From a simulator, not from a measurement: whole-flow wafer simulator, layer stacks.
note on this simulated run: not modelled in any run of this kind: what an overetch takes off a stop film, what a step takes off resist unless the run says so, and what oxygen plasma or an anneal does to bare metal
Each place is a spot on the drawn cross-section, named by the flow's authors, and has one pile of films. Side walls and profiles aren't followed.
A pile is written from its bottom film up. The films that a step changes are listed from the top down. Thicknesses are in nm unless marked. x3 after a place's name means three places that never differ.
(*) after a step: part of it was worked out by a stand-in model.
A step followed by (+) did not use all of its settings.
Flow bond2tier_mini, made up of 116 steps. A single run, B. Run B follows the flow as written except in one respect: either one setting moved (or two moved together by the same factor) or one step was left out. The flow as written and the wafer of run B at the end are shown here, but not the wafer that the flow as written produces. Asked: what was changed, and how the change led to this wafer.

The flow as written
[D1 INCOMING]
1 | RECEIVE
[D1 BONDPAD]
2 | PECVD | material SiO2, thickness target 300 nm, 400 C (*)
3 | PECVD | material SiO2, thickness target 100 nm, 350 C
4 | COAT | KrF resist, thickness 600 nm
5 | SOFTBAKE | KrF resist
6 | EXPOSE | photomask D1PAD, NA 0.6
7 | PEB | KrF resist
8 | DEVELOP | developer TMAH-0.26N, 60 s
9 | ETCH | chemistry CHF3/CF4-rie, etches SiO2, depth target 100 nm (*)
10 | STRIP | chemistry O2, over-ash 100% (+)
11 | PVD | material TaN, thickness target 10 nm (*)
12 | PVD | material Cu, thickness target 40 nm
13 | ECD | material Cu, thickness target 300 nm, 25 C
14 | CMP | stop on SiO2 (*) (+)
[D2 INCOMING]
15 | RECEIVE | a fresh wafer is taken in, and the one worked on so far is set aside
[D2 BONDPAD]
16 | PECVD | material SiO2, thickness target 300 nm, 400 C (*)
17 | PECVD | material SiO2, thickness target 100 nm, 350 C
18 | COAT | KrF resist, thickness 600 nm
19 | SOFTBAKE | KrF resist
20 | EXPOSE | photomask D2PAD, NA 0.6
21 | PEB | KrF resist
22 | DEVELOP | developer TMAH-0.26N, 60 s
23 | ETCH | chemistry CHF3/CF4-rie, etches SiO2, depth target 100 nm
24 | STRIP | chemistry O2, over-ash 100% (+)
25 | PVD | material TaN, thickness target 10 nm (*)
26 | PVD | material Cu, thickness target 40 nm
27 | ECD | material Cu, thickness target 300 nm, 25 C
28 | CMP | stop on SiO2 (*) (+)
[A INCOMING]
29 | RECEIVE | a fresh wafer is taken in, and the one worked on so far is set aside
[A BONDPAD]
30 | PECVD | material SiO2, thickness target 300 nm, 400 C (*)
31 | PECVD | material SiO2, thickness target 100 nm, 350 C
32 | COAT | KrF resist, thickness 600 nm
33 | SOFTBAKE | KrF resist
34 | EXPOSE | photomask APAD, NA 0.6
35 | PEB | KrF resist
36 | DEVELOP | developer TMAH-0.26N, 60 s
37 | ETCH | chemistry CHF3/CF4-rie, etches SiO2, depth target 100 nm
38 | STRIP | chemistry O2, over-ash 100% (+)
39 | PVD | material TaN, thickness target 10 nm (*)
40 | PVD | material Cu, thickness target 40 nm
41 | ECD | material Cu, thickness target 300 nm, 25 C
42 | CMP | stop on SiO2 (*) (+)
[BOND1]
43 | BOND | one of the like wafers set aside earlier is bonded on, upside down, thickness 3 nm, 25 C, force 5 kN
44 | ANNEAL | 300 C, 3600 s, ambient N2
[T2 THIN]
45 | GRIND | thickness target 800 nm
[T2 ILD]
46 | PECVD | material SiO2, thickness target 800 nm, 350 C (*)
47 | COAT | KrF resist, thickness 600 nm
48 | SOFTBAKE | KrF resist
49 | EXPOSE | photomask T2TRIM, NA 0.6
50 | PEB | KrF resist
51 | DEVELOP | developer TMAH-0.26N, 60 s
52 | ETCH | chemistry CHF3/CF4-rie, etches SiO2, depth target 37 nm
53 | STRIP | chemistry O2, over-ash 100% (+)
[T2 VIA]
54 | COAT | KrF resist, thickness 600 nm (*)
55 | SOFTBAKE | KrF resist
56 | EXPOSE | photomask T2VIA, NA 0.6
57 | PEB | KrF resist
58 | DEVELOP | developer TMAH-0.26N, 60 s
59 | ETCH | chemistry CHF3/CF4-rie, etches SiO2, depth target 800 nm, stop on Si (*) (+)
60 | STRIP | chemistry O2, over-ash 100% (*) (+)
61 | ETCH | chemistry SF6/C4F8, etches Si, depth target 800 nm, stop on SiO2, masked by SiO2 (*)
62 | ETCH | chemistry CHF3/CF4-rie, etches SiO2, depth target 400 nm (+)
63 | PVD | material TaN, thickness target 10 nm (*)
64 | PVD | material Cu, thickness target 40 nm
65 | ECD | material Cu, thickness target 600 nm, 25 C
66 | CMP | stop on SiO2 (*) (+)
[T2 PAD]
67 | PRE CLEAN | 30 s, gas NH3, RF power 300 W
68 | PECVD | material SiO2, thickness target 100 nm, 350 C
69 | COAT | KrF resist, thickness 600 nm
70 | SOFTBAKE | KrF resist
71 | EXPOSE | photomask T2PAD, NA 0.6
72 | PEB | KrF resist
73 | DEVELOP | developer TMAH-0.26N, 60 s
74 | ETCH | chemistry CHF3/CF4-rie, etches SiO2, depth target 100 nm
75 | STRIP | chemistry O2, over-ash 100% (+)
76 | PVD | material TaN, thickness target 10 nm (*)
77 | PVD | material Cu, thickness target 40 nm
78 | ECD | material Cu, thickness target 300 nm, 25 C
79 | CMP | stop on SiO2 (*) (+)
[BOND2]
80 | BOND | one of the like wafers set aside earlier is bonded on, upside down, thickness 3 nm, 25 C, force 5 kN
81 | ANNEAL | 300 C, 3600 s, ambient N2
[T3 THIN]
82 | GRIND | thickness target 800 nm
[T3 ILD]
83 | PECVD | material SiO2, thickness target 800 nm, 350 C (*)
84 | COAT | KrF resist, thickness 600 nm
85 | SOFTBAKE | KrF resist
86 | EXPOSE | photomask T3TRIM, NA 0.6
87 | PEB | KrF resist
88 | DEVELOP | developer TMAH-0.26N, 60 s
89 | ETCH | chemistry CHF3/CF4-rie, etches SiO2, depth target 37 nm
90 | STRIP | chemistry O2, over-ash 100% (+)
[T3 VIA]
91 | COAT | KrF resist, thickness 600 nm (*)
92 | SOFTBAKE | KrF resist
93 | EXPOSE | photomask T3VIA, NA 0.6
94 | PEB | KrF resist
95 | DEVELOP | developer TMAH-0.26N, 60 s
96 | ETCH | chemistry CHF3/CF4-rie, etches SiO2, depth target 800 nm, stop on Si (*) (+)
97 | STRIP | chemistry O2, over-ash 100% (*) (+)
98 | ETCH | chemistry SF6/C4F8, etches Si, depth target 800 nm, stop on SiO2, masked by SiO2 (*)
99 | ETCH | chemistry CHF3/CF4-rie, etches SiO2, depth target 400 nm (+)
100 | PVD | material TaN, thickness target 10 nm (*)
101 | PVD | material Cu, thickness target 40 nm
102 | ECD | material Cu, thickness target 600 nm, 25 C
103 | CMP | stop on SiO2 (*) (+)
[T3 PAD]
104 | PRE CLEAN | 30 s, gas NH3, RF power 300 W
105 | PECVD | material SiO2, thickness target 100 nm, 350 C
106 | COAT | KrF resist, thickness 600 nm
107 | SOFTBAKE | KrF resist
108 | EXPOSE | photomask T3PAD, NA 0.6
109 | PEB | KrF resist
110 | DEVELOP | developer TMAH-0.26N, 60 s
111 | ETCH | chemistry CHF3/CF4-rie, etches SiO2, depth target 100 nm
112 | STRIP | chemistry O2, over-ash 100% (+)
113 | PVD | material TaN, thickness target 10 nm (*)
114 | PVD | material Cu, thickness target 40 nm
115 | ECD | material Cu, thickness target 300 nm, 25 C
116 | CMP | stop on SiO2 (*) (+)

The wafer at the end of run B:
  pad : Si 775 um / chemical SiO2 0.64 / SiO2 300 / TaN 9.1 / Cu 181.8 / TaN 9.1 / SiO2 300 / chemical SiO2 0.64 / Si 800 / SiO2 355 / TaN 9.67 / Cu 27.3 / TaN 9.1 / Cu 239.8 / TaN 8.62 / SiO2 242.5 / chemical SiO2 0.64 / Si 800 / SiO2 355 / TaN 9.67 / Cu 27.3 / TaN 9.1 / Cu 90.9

What caused this: step 23, ETCH: depth target 157.5 nm was run, whereas the flow has depth target 100 nm.

How this came from the change, step by step:
  23 | ETCH | chemistry CHF3/CF4-rie, etches SiO2, depth target 100 nm
      pad, via: -157.5 SiO2 (as written it would have been: -100 SiO2)
      field: -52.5 KrF resist (as written it would have been: -33.3 KrF resist)
  24 | STRIP | chemistry O2, over-ash 100% (+)
      field: -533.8 KrF resist (all of it) (as written it would have been: -552.9 KrF resist (all of it))
  26 | PVD | material Cu, thickness target 40 nm
      pad: +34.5 Cu (new film) (as written it would have been: +36.4 Cu (new film))
  27 | ECD | material Cu, thickness target 300 nm, 25 C
      pad: +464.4 Cu (as written it would have been: +404.5 Cu)
      via: +458.1 Cu (as written it would have been: +400.2 Cu)
  80 | BOND | one of the like wafers set aside earlier is bonded on, upside down, thickness 3 nm, 25 C, force 5 kN
      pad: +775 um Si (new film), +0.64 chemical SiO2 (new film), +242.5 SiO2 (new film), +8.62 TaN (new film), +148.9 Cu (as written it would have been: +775 um Si (new film), +0.64 chemical SiO2 (new film), +300 SiO2 (new film), +9.1 TaN (new film), +90.9 Cu)
